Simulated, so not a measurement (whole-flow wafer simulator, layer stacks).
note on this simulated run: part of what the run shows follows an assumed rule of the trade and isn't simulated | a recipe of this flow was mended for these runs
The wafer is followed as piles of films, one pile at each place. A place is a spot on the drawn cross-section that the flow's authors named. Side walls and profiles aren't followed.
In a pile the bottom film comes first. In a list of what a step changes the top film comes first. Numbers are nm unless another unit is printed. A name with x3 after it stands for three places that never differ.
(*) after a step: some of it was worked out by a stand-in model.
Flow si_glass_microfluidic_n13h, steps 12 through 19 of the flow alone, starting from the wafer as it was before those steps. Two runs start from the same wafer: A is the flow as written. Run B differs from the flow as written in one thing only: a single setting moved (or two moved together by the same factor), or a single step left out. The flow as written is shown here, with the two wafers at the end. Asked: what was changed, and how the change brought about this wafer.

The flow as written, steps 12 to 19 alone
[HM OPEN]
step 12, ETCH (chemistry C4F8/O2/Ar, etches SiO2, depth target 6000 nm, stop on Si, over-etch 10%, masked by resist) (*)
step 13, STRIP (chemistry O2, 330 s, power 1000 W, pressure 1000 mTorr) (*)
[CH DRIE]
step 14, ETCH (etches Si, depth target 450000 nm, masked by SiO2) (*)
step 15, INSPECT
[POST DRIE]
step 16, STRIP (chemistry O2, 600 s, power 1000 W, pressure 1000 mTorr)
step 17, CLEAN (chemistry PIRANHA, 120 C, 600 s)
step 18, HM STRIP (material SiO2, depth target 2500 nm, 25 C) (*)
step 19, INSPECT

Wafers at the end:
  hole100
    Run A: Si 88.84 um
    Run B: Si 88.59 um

The reason: step 12, ETCH: depth target 7800 nm was run, whereas the flow has depth target 6000 nm.

How this came from the change, step by step:
  step 12, ETCH (chemistry C4F8/O2/Ar, etches SiO2, depth target 6000 nm, stop on Si, over-etch 10%, masked by resist) (*)
      land: A thick-i-line-resist loses 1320 | B thick-i-line-resist loses 1716
      hole100: A SiO2 loses 6000 (all of it), Si loses 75 | B SiO2 loses 6000 (all of it), Si loses 322.5
  step 13, STRIP (chemistry O2, 330 s, power 1000 W, pressure 1000 mTorr) (*)
      land: A thick-i-line-resist loses 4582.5 (all of it) | B thick-i-line-resist loses 4186.5 (all of it)
